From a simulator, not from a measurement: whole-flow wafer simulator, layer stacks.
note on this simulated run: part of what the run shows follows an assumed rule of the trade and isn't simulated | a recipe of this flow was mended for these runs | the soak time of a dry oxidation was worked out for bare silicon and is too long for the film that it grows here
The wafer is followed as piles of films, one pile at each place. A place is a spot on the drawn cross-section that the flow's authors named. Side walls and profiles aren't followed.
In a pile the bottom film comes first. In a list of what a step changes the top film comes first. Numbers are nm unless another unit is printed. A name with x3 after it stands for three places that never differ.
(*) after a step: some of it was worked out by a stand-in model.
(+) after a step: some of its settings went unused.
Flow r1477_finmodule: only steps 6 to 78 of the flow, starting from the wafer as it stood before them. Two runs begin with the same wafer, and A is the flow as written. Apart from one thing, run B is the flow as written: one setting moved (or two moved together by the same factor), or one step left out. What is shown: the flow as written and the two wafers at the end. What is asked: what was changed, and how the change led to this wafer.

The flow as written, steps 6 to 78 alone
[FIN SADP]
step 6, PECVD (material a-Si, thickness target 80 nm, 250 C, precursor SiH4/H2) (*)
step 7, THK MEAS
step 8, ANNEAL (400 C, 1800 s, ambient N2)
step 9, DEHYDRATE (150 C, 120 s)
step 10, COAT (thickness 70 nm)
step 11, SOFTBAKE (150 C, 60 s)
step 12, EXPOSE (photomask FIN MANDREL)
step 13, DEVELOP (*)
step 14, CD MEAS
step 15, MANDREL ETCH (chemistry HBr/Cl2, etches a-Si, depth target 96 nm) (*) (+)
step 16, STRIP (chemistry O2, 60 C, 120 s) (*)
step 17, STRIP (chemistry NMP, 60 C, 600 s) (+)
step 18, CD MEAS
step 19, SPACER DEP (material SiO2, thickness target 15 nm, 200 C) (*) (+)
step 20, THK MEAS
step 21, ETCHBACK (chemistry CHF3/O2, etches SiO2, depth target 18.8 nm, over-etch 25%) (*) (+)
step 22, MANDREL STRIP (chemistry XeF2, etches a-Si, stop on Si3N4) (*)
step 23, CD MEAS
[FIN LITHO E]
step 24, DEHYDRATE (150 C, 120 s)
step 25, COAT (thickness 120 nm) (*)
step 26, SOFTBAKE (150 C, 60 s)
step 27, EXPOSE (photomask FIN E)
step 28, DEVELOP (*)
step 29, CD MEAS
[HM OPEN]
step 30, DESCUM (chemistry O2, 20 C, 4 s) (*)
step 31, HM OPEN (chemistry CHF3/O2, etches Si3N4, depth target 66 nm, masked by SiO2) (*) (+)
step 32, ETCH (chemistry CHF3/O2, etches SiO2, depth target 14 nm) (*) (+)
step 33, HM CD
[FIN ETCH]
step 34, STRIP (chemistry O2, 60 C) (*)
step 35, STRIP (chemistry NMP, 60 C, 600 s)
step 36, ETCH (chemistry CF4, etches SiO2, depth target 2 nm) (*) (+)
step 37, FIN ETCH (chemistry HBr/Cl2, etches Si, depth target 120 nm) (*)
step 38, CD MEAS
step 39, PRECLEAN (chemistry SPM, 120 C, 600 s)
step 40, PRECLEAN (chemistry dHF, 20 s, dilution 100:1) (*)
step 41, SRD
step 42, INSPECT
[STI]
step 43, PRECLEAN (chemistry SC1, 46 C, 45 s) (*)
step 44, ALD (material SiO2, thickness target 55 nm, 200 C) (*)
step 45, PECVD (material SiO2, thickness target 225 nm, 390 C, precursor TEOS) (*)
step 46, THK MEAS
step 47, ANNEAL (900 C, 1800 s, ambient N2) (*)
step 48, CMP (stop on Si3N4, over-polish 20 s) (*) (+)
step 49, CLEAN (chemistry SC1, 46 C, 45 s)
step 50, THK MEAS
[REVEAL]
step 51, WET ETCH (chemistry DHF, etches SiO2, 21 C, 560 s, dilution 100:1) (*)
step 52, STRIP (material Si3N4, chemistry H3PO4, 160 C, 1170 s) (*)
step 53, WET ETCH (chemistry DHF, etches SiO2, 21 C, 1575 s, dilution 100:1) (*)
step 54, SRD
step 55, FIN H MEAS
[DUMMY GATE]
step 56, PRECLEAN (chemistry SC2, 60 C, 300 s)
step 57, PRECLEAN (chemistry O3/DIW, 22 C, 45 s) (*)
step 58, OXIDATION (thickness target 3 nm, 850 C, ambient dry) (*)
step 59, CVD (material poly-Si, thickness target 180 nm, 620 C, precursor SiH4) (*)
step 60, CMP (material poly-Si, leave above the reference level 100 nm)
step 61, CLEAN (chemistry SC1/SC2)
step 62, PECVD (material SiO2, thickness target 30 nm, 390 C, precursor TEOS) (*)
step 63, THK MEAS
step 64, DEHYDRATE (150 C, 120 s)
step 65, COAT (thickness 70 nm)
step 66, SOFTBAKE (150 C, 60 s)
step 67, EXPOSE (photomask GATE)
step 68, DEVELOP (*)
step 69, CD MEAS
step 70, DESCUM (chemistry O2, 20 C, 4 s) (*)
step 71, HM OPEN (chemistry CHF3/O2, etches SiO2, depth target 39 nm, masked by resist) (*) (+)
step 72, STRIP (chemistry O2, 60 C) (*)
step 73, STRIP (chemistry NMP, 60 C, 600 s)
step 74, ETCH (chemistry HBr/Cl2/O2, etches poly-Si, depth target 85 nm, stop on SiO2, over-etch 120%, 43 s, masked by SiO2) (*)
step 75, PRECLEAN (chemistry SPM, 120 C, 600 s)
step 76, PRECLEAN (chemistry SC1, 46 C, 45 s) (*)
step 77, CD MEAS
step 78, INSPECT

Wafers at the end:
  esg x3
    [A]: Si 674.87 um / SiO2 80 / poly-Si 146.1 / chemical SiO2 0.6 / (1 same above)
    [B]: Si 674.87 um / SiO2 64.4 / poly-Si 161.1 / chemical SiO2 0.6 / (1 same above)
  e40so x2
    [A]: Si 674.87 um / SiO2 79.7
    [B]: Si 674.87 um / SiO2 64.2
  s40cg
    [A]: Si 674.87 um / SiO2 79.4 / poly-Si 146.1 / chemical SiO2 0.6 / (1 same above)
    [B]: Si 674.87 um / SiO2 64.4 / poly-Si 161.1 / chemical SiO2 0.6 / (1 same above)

Cause: step 6, PECVD: thickness target 104 nm was run, though the flow has thickness target 80 nm.

The path from the change to this, step by step:
  step 6, PECVD (material a-Si, thickness target 80 nm, 250 C, precursor SiH4/H2) (*)
      pad, padg, elg x4 and 30 more: A a-Si gains 80 (new film) | B a-Si gains 104 (new film)
  step 15, MANDREL ETCH (chemistry HBr/Cl2, etches a-Si, depth target 96 nm) (*) (+)
      pad, padg, elg x4 and 24 more: A a-Si loses 80 (all of it), Si3N4 loses 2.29 | B a-Si loses 96
  step 16, STRIP (chemistry O2, 60 C, 120 s) (*)
      pad, padg, elg x4 and 24 more: A nothing | B chemical SiO2 gains 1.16 (new film), a-Si loses 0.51
  step 21, ETCHBACK (chemistry CHF3/O2, etches SiO2, depth target 18.8 nm, over-etch 25%) (*) (+)
      pad, padg, elg x4 and 18 more: A SiO2 loses 15 (all of it), Si3N4 loses 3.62 | B SiO2 loses 15 (all of it), chemical SiO2 loses 1.16 (all of it), a-Si loses 0.53
  step 22, MANDREL STRIP (chemistry XeF2, etches a-Si, stop on Si3N4) (*)
      pad, padg, elg x4 and 18 more: A nothing | B a-Si loses 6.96 (all of it)
      s40sg_line, s45sg_line, s50sg_line, s40so_line, s45so_line, s50so_line: A nothing | B under 1 film: chemical SiO2 loses 1.16 (all of it), a-Si loses 7.48 (all of it)
      (as well as at 6 more places)
  step 25, COAT (thickness 120 nm) (*)
      s40cg, s40co: A e-beam-resist gains 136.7 (new film) | B e-beam-resist gains 123.8 (new film)
      s40sg, s40so: A e-beam-resist gains 142.6 (new film) | B e-beam-resist gains 123.8 (new film)
      (as well as at 14 more places)
  step 28, DEVELOP (*)
      s40cg, s40co: A e-beam-resist loses 136.7 (all of it) | B e-beam-resist loses 123.8 (all of it)
      s40sg, s40so: A e-beam-resist loses 142.6 (all of it) | B e-beam-resist loses 123.8 (all of it)
      (as well as at 14 more places)
  step 31, HM OPEN (chemistry CHF3/O2, etches Si3N4, depth target 66 nm, masked by SiO2) (*) (+)
      s40sg_line, s45sg_line, s50sg_line, s40so_line, s45so_line, s50so_line: A SiO2 loses 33 | B SiO2 loses 15 (all of it), Si3N4 loses 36
      pad, padg, esg x3 and 11 more: A Si3N4 loses 54.1 (all of it), SiO2 loses 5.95 | B Si3N4 loses 60 (all of it), SiO2 loses 3
  step 32, ETCH (chemistry CHF3/O2, etches SiO2, depth target 14 nm) (*) (+)
      s40sg_line, s45sg_line, s50sg_line, s40so_line, s45so_line, s50so_line: A SiO2 loses 14 | B Si3N4 loses 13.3
      pad, padg, esg x3 and 11 more: A SiO2 loses 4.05 (all of it), Si loses 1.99 | B SiO2 loses 7 (all of it), Si loses 1.4
  step 36, ETCH (chemistry CF4, etches SiO2, depth target 2 nm) (*) (+)
      elg x4, elo x4: A Si3N4 loses 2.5 | B nothing
      s40sg_line, s45sg_line, s50sg_line, s40so_line, s45so_line, s50so_line: A SiO2 loses 2 | B nothing
  step 37, FIN ETCH (chemistry HBr/Cl2, etches Si, depth target 120 nm) (*)
      s40sg_line, s45sg_line, s50sg_line, s40so_line, s45so_line, s50so_line: A SiO2 loses 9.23 | B Si3N4 loses 10.7 (all of it), SiO2 loses 3.47
  step 40, PRECLEAN (chemistry dHF, 20 s, dilution 100:1) (*)
      s40sg_line, s45sg_line, s50sg_line, s40so_line, s45so_line, s50so_line: A SiO2 loses 3.61 | B SiO2 loses 0.87
  step 44, ALD (material SiO2, thickness target 55 nm, 200 C) (*)
      esg x3, e200sg, eso, e40so x2, e200so: A SiO2 gains 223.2 (new film) | B SiO2 gains 231 (new film)
      s40cg, s45cg, s50cg, s40co, s45co, s50co: A SiO2 gains 263.2 (new film) | B SiO2 gains 184 (new film)
      (as well as at 6 more places)
  step 48, CMP (stop on Si3N4, over-polish 20 s) (*) (+)
      elg x4, elo x4: A SiO2 loses 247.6 | B SiO2 loses 269.9 (all of it), Si3N4 loses 1.12
      s40sg_line, s45sg_line, s50sg_line, s40so_line, s45so_line, s50so_line: A SiO2 loses 287 (all of it), Si3N4 loses 1.12 | B SiO2 loses 223.9
      (as well as at 22 more places)
  step 51, WET ETCH (chemistry DHF, etches SiO2, 21 C, 560 s, dilution 100:1) (*)
      elg x4, elo x4: A SiO2 loses 22.3 (all of it), Si3N4 loses 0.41 | B Si3N4 loses 1.52
      s40sg_line, s45sg_line, s50sg_line, s40so_line, s45so_line, s50so_line: A Si3N4 loses 1.52 | B SiO2 loses 28.1
  step 52, STRIP (material Si3N4, chemistry H3PO4, 160 C, 1170 s) (*)
      s40sg_line, s45sg_line, s50sg_line, s40so_line, s45so_line, s50so_line: A Si3N4 loses 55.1 (all of it), SiO2 loses 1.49 | B SiO2 loses 4.28
      elg x4, elo x4: A Si3N4 loses 33.9 (all of it), SiO2 loses 2.15 | B Si3N4 loses 40 (all of it), SiO2 loses 1.96
  ... 3 other steps ...
  step 74, ETCH (chemistry HBr/Cl2/O2, etches poly-Si, depth target 85 nm, stop on SiO2, over-etch 120%, 43 s, masked by SiO2) (*)
      e40so x2, e200so, s40co, s40so, s45co, s45so, s50co, s50so: A chemical SiO2 loses 1.12 (all of it), poly-Si loses 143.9 (all of it), SiO2 loses 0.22 | B chemical SiO2 loses 1.12 (all of it), poly-Si loses 158.9 (all of it), SiO2 loses 0.14
      pad: A chemical SiO2 loses 1.12 (all of it), poly-Si loses 152.8 (all of it), SiO2 loses 0.17 | B chemical SiO2 loses 1.12 (all of it), poly-Si loses 167.8 (all of it), SiO2 loses 0.1
      (as well as at 1 more place)
